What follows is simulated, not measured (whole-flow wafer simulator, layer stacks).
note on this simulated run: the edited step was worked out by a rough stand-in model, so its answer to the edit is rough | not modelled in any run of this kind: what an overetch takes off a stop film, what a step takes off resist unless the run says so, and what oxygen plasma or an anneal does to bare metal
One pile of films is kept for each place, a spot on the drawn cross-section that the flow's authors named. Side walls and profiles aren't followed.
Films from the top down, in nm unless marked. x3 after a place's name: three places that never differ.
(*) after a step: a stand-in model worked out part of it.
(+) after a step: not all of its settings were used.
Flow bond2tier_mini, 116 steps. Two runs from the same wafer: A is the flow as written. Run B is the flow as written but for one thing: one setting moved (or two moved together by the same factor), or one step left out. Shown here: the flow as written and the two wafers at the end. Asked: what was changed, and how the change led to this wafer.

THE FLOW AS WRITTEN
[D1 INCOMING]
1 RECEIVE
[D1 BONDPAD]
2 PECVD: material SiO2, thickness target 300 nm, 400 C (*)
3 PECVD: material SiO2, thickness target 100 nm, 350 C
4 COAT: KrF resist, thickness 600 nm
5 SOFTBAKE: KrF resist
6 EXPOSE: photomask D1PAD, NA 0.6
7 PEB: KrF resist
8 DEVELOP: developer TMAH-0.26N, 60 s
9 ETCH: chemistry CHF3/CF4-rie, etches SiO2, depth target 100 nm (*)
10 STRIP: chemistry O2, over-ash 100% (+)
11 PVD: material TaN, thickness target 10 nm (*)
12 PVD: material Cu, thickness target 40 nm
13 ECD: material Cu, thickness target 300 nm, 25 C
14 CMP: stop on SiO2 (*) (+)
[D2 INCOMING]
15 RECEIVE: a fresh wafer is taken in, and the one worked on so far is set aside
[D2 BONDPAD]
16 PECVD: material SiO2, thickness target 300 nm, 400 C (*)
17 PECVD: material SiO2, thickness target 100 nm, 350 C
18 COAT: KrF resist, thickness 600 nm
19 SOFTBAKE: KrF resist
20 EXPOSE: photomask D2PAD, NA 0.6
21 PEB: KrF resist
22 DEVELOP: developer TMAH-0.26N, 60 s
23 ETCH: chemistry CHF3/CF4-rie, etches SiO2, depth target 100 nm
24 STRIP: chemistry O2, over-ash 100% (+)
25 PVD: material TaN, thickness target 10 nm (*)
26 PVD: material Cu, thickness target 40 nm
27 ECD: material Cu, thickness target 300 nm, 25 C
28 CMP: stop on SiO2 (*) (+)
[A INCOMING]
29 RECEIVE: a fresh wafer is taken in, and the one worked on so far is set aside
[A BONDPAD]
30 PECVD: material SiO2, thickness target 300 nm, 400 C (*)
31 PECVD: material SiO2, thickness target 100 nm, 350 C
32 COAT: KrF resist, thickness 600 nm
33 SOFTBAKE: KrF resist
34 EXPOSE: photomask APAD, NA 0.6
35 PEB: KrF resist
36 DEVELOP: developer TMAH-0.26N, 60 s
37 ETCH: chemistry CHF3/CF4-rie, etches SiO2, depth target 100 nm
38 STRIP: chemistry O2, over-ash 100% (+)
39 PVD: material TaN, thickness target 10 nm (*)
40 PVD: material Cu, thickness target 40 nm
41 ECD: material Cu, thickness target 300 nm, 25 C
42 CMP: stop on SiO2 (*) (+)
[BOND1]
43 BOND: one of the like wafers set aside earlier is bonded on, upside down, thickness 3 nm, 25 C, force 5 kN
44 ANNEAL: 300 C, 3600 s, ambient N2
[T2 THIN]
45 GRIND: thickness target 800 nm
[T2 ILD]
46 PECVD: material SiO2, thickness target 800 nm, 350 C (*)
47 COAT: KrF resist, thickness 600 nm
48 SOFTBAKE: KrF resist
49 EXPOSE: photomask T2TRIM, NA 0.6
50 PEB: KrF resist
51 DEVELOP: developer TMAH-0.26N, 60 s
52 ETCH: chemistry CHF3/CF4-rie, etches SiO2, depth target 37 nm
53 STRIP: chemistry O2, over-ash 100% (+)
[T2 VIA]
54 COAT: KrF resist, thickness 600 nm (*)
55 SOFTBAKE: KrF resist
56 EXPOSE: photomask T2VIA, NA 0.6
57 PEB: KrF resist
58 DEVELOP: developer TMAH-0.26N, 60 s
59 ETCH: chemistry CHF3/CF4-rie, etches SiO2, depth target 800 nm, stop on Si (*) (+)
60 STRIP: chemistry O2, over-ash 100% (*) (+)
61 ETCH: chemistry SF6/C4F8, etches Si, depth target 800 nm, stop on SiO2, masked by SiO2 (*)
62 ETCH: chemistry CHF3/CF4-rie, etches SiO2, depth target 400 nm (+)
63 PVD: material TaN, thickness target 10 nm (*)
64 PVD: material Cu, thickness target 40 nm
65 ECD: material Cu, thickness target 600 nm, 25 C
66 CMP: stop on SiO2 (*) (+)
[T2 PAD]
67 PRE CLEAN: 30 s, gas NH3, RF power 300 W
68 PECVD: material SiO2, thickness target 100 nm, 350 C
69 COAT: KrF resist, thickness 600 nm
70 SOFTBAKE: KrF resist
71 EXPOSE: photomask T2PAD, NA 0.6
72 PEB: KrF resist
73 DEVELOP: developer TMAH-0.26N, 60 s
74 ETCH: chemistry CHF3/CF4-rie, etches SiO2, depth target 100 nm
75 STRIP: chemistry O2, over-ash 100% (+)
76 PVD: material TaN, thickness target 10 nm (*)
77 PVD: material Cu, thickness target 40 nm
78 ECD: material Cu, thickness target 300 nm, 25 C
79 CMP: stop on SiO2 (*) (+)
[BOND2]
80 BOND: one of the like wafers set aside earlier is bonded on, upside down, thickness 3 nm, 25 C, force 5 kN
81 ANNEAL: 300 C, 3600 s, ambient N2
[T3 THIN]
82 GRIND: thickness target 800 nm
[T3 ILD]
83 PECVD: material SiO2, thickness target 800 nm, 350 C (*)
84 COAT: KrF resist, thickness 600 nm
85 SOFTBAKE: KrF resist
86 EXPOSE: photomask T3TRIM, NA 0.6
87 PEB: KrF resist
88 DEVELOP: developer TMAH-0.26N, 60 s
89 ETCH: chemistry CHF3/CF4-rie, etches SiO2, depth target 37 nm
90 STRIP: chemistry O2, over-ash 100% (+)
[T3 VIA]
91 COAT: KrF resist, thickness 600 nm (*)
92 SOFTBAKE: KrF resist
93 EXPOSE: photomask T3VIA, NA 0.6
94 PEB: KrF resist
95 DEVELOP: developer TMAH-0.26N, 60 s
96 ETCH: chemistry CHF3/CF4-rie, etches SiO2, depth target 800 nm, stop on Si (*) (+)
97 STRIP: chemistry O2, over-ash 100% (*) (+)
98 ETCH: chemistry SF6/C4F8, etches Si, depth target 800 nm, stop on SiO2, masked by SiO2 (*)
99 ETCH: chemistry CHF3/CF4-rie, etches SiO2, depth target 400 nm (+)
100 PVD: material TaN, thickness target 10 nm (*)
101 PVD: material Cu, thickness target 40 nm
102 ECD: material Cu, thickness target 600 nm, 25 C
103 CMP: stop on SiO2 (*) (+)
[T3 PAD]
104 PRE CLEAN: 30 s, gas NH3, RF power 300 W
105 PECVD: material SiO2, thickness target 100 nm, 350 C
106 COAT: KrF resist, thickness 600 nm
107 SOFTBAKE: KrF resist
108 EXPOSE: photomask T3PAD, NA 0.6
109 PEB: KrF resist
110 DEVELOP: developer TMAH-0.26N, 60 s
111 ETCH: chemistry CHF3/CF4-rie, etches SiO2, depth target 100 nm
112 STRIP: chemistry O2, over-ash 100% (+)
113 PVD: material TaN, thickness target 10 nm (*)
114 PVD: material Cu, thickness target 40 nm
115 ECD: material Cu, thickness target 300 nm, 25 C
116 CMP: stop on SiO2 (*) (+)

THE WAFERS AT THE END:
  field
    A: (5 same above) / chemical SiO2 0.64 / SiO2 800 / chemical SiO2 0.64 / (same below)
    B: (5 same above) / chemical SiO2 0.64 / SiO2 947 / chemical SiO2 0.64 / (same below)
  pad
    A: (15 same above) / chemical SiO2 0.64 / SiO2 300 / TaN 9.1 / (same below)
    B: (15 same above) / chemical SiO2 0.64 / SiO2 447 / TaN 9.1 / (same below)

The cause: step 2, PECVD: thickness target 447 nm was run, where the flow has thickness target 300 nm.
It can be read off the wafer: pad has SiO2 447, and step 2 as written asks for 300 nm.

How the change led to this, step by step:
  2 PECVD: material SiO2, thickness target 300 nm, 400 C (*)
      field, pad, via: A SiO2 +300 (new film) | B SiO2 +447 (new film)
  43 BOND: one of the like wafers set aside earlier is bonded on, upside down, thickness 3 nm, 25 C, force 5 kN
      field: A Si +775 um (new film), chemical SiO2 +0.64 (new film), SiO2 +400 | B Si +775 um (new film), chemical SiO2 +0.64 (new film), SiO2 +547
      pad: A Si +775 um (new film), chemical SiO2 +0.64 (new film), SiO2 +300 (new film), TaN +9.1 (new film), Cu +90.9 | B Si +775 um (new film), chemical SiO2 +0.64 (new film), SiO2 +447 (new film), TaN +9.1 (new film), Cu +90.9
      (and at 1 more place)
